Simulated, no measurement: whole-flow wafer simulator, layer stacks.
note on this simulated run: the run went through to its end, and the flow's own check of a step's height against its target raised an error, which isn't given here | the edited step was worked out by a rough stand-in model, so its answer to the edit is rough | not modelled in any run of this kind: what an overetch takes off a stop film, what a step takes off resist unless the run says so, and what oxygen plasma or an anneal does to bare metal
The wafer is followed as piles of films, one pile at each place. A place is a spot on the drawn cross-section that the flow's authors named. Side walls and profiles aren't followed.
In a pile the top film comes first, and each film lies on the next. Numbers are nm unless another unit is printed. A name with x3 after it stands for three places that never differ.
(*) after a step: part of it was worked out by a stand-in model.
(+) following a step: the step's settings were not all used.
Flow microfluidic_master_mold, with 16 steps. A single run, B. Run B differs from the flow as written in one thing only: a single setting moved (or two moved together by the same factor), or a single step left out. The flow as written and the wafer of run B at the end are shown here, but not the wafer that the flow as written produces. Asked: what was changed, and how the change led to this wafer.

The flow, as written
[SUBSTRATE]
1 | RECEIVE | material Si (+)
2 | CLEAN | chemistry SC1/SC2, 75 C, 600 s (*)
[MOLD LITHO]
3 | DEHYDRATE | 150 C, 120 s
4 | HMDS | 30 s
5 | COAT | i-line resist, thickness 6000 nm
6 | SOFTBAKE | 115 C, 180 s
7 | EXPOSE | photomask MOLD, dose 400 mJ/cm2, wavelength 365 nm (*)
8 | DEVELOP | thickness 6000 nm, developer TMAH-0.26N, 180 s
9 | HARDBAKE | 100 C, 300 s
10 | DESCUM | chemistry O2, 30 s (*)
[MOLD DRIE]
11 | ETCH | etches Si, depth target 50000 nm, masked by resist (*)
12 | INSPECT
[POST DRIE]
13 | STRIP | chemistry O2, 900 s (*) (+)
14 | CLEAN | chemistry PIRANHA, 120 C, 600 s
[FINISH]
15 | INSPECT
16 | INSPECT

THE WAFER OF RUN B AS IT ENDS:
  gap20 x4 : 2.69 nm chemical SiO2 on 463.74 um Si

What caused this: step 11, ETCH: depth target 61250 nm was run, whereas the flow has depth target 50000 nm.

The path from the change to this, step by step:
  11 | ETCH | etches Si, depth target 50000 nm, masked by resist (*)
      gap20 x4: -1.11 chemical SiO2 (all of it), -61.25 um Si (in the flow as written it would be: -1.11 chemical SiO2 (all of it), -50 um Si)
      ridge: -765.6 i-line resist (in the flow as written it would be: -625 i-line resist)
  13 | STRIP | chemistry O2, 900 s (*) (+)
      ridge: -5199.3 i-line resist (all of it), +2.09 chemical SiO2, -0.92 Si (in the flow as written it would be: -5339.9 i-line resist (all of it), +2.09 chemical SiO2, -0.92 Si)
